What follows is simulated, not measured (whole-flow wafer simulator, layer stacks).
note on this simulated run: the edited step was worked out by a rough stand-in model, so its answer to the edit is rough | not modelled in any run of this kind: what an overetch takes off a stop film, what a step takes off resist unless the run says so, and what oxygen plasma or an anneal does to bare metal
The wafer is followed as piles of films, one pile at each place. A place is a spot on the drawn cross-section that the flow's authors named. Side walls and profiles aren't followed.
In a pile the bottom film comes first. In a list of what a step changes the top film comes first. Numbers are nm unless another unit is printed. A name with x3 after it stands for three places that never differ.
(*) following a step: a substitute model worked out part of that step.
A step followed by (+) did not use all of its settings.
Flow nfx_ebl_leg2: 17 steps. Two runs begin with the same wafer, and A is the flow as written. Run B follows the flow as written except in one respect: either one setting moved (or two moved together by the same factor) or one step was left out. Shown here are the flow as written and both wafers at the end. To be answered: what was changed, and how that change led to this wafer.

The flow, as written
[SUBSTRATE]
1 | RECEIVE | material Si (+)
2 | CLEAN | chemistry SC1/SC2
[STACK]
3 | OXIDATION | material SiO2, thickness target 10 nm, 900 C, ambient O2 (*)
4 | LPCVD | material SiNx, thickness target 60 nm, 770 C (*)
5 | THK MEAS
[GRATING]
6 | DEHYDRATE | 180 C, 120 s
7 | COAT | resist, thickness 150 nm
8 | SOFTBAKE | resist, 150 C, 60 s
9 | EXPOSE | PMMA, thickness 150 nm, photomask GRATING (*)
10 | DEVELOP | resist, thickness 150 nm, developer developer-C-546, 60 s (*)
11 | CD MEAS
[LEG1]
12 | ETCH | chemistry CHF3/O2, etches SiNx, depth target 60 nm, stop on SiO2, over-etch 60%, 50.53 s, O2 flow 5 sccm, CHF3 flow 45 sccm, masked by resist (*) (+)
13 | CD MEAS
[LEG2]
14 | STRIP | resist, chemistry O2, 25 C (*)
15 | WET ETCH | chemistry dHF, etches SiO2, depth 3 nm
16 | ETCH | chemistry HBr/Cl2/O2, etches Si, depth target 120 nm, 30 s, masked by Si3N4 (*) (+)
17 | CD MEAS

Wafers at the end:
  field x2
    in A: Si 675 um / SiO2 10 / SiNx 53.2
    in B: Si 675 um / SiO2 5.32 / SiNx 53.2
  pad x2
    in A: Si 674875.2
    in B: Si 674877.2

The reason: step 3, OXIDATION: 832 C was run, while the flow as written has 900 C.

Step by step, how the change led to this:
  3 | OXIDATION | material SiO2, thickness target 10 nm, 900 C, ambient O2 (*)
      field x2, pad x2: A SiO2 gains 10 (new film), chemical SiO2 loses 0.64 (all of it), Si loses 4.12 | B SiO2 gains 5.32 (new film), chemical SiO2 loses 0.64 (all of it), Si loses 2.06
  12 | ETCH | chemistry CHF3/O2, etches SiNx, depth target 60 nm, stop on SiO2, over-etch 60%, 50.53 s, O2 flow 5 sccm, CHF3 flow 45 sccm, masked by resist (*) (+)
      pad x2: A SiNx loses 60 (all of it), SiO2 loses 10 (all of it) | B SiNx loses 60 (all of it), SiO2 loses 5.32 (all of it)
